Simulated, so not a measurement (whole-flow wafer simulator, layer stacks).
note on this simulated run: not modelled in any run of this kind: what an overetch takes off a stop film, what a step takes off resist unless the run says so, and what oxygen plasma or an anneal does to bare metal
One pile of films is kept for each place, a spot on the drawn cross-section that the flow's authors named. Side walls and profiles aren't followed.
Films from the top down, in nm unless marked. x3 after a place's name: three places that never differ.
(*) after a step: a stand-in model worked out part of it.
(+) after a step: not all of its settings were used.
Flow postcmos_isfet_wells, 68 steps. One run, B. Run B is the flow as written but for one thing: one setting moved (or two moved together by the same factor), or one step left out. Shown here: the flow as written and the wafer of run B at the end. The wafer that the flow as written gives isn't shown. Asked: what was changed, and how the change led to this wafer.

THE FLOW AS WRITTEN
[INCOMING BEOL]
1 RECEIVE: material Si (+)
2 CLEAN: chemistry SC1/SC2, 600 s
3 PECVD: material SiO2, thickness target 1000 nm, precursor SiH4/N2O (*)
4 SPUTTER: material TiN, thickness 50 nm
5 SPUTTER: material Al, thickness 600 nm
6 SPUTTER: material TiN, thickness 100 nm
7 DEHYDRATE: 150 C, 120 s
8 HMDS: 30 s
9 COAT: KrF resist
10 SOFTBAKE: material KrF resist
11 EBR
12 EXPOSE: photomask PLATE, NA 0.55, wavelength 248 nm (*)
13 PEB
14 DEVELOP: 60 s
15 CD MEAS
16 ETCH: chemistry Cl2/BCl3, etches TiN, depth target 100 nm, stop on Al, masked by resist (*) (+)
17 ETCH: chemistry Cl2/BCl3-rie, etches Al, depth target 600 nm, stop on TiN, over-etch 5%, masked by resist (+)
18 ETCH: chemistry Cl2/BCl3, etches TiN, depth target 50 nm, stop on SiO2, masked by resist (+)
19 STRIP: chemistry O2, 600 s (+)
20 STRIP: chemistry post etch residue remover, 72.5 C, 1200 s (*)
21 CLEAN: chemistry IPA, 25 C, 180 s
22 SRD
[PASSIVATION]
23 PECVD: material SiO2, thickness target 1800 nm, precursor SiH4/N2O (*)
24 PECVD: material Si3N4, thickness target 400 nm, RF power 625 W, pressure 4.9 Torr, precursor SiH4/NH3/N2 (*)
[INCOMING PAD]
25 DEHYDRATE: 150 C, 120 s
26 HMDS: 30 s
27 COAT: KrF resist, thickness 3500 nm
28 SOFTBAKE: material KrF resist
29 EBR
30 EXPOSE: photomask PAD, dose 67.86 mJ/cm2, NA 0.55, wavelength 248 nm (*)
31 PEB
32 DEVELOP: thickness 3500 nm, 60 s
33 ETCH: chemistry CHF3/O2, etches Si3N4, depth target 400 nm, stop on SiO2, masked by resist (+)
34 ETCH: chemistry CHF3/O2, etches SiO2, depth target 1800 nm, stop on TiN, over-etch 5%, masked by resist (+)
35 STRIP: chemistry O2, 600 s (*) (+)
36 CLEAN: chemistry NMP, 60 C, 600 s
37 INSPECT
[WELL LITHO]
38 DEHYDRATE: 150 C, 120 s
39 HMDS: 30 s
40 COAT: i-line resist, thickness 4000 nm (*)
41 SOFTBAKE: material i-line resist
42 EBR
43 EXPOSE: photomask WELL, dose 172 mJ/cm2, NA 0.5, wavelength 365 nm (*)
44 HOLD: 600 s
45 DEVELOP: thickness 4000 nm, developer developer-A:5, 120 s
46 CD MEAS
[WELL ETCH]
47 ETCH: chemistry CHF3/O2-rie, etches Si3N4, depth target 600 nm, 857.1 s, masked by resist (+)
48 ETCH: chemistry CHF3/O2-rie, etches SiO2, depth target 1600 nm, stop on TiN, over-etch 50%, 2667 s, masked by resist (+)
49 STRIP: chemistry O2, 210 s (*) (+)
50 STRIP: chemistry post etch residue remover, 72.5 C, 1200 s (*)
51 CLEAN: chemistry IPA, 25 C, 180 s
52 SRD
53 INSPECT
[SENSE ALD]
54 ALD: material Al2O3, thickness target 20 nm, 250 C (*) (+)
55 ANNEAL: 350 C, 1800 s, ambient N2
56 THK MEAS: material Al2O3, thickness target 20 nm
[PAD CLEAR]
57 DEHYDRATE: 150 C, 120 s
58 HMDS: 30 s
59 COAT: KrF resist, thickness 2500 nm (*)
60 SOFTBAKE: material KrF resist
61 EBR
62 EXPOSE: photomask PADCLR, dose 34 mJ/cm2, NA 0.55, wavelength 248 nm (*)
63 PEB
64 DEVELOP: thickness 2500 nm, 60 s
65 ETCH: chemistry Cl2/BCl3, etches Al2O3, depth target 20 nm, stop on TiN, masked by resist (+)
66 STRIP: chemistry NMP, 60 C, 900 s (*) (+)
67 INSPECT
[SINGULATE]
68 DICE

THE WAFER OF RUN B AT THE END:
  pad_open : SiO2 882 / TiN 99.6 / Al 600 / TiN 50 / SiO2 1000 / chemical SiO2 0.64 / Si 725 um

The cause: step 34, ETCH: depth target 918 nm was run, where the flow has depth target 1800 nm.

How the change led to this, step by step:
  34 ETCH: chemistry CHF3/O2, etches SiO2, depth target 1800 nm, stop on TiN, over-etch 5%, masked by resist (+)
      pad_open: SiO2 -918 (as written it would be: SiO2 -1800 (all of it))
      field, margin, well900, well1300 x3, pad_rim, pad_clr: KrF resist -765 (as written it would be: KrF resist -1500)
  35 STRIP: chemistry O2, 600 s (*) (+)
      field, margin, well900, well1300 x3, pad_rim, pad_clr: KrF resist -2348.3 (all of it) (as written it would be: KrF resist -1613.3 (all of it))
  40 COAT: i-line resist, thickness 4000 nm (*)
      pad_clr: i-line resist +3539.4 (new film) (as written it would be: i-line resist +3256.8 (new film))
      pad_open: i-line resist +4486.2 (new film) (as written it would be: i-line resist +4804.7 (new film))
  41 SOFTBAKE: material i-line resist
      pad_clr: i-line resist -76 (as written it would be: i-line resist -156.7)
      pad_open: i-line resist +73.1 (as written it would be: i-line resist +115.3)
  49 STRIP: chemistry O2, 210 s (*) (+)
      pad_clr: i-line resist -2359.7 (all of it) (as written it would be: i-line resist -1996.5 (all of it))
      pad_open: i-line resist -3455.7 (all of it) (as written it would be: i-line resist -3816.3 (all of it))
  59 COAT: KrF resist, thickness 2500 nm (*)
      pad_rim: KrF resist +2181.1 (new film) (as written it would be: KrF resist +1976.4 (new film))
      pad_clr: KrF resist +1997 (new film) (as written it would be: KrF resist +1691.6 (new film))
      (and at 1 more place)
  60 SOFTBAKE: material KrF resist
      pad_clr: KrF resist -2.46 (as written it would be: KrF resist -3.77)
  63 PEB
      pad_rim: KrF resist -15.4 (as written it would be: KrF resist -13.9)
      pad_clr: KrF resist -14 (as written it would be: KrF resist -11.8)
      (and at 1 more place)
  64 DEVELOP: thickness 2500 nm, 60 s
      pad_clr: KrF resist -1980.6 (all of it) (as written it would be: KrF resist -1676 (all of it))
      pad_open: KrF resist -2821.2 (all of it) (as written it would be: KrF resist -3045.1 (all of it))
  66 STRIP: chemistry NMP, 60 C, 900 s (*) (+)
      pad_rim: KrF resist -2126.6 (all of it) (as written it would be: KrF resist -1923.7 (all of it))
